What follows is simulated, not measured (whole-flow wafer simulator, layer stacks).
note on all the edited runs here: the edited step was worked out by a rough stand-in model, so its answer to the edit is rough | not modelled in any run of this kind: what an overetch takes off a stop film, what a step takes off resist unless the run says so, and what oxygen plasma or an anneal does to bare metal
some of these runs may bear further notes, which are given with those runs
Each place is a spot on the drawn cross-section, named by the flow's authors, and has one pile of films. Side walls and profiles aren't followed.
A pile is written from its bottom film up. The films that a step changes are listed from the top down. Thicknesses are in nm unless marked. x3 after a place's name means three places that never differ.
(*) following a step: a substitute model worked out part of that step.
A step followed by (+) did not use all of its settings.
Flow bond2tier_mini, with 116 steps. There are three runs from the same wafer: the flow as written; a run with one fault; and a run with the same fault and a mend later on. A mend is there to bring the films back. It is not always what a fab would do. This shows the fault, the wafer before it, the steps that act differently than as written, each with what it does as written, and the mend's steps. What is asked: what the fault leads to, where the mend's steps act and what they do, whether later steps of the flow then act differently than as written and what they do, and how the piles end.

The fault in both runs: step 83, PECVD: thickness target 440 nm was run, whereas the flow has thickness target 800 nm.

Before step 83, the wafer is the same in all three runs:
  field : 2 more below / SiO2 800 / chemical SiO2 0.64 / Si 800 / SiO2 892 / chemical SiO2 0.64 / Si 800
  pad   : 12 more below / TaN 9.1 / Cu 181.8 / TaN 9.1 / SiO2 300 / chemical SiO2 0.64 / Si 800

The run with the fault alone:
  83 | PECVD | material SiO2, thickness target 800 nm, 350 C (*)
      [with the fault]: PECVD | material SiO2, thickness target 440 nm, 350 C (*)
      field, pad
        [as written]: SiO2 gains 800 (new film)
        [with the fault]: SiO2 gains 440 (new film)
  Steps later in the flow that act otherwise than as written (not shown: 3 more steps that differ only slightly, by at most 2% or 0.5 nm, whichever is larger):
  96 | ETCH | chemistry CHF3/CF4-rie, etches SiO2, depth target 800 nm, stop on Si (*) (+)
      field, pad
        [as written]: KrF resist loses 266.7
        [with the fault]: KrF resist loses 201.5
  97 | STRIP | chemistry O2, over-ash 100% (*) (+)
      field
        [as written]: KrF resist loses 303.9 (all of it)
        [with the fault]: KrF resist loses 369.1 (all of it)
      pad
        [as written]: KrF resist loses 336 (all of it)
        [with the fault]: KrF resist loses 401.1 (all of it)
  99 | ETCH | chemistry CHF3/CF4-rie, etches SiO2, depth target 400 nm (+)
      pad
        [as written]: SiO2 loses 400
        [with the fault]: SiO2 loses 395 (all of it), Si loses 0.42
  The piles end different from the flow's at field, pad by more than 2% or 0.5 nm, whichever is larger.
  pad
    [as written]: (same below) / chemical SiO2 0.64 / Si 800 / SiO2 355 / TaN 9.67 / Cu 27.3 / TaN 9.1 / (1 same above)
    [with the fault]: (same below) / chemical SiO2 0.64 / Si 799.6 / TaN 9.71 / Cu 22.7 / TaN 9.1 / (1 same above)
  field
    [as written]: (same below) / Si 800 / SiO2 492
    [with the fault]: (same below) / Si 800 / SiO2 132

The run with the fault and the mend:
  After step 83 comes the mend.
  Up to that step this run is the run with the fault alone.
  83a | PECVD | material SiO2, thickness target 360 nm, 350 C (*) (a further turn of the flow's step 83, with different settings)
      field, pad
        SiO2 gains 360
  Later steps of the flow that are run all act as written at every place that is followed.
  The piles end the same as the flow's at every place that both follow.
